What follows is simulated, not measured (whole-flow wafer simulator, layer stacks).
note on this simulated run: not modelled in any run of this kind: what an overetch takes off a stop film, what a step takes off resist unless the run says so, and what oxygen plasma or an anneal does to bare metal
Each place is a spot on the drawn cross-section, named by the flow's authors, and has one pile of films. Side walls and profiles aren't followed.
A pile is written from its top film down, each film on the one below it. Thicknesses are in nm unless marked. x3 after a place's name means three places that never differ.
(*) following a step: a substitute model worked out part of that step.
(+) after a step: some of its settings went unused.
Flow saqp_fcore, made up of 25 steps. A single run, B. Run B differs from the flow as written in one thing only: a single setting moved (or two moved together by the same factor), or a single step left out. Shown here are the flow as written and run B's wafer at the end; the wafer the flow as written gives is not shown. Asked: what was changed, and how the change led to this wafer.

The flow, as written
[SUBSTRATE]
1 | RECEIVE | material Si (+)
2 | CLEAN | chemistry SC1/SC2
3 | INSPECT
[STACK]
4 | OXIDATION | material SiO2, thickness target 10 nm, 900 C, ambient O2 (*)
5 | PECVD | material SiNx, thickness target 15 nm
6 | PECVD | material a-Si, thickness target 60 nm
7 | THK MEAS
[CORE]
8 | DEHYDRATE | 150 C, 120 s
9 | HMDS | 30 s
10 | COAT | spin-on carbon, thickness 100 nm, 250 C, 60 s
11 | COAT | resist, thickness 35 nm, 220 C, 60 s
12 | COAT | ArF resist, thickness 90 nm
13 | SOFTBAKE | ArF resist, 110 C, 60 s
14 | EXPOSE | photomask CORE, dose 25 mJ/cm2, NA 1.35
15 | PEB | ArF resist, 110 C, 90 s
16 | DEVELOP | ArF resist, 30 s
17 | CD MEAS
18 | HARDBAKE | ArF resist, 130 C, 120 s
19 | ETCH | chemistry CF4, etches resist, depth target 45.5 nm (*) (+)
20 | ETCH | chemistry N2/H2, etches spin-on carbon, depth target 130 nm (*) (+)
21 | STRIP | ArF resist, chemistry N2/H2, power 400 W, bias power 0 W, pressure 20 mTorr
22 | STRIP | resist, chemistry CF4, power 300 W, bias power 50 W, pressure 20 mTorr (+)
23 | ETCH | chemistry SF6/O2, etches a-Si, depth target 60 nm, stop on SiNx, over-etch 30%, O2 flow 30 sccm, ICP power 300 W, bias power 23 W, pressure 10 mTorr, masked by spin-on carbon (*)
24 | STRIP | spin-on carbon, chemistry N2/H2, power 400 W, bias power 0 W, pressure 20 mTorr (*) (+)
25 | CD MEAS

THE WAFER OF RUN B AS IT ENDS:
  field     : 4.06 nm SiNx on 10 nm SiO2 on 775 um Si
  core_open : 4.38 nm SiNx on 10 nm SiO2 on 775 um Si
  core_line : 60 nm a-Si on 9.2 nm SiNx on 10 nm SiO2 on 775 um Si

Cause: step 5, PECVD: thickness target 9.2 nm was run, whereas the flow has thickness target 15 nm.
One can read it off the wafer: core_line has SiNx 9.2, and step 5 as written asks for 15 nm.

The path from the change to this, step by step:
  5 | PECVD | material SiNx, thickness target 15 nm
      field, core_open, core_line: SiNx gains 9.2 (new film) (as written it would have been: SiNx gains 15 (new film))
